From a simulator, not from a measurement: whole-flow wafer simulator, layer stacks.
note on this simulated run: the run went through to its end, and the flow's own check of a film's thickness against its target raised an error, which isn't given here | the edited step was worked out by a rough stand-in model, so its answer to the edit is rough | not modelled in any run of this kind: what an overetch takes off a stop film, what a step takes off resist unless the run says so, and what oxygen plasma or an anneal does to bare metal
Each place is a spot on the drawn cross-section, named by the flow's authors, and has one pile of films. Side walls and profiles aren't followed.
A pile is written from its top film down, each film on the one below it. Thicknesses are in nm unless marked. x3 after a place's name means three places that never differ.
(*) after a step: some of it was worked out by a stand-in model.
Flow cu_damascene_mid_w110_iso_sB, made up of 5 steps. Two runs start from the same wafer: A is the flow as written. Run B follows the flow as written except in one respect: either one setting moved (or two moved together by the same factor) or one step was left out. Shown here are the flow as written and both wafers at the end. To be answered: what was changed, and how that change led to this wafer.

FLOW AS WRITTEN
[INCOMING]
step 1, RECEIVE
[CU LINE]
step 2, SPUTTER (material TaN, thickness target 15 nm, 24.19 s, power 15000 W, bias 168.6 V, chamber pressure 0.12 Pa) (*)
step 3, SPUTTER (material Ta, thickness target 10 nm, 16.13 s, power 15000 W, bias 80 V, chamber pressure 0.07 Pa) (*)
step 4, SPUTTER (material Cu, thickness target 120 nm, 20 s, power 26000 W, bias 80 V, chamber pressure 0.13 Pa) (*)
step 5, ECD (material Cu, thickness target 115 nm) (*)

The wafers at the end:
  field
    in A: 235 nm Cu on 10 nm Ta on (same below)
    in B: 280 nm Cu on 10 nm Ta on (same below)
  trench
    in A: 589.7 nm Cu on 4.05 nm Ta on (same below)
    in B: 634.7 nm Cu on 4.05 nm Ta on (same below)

Cause: step 4, SPUTTER: thickness target 165 nm was run, though the flow has thickness target 120 nm; step 4, SPUTTER: 27.5 s was run, where the flow has 20 s.

How this came from the change, step by step:
  step 4, SPUTTER (material Cu, thickness target 120 nm, 20 s, power 26000 W, bias 80 V, chamber pressure 0.13 Pa) (*)
      field: A +120 Cu (new film) | B +165 Cu (new film)
      trench: A +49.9 Cu (new film) | B +68.6 Cu (new film)
  step 5, ECD (material Cu, thickness target 115 nm) (*)
      trench: A +539.8 Cu | B +566.1 Cu
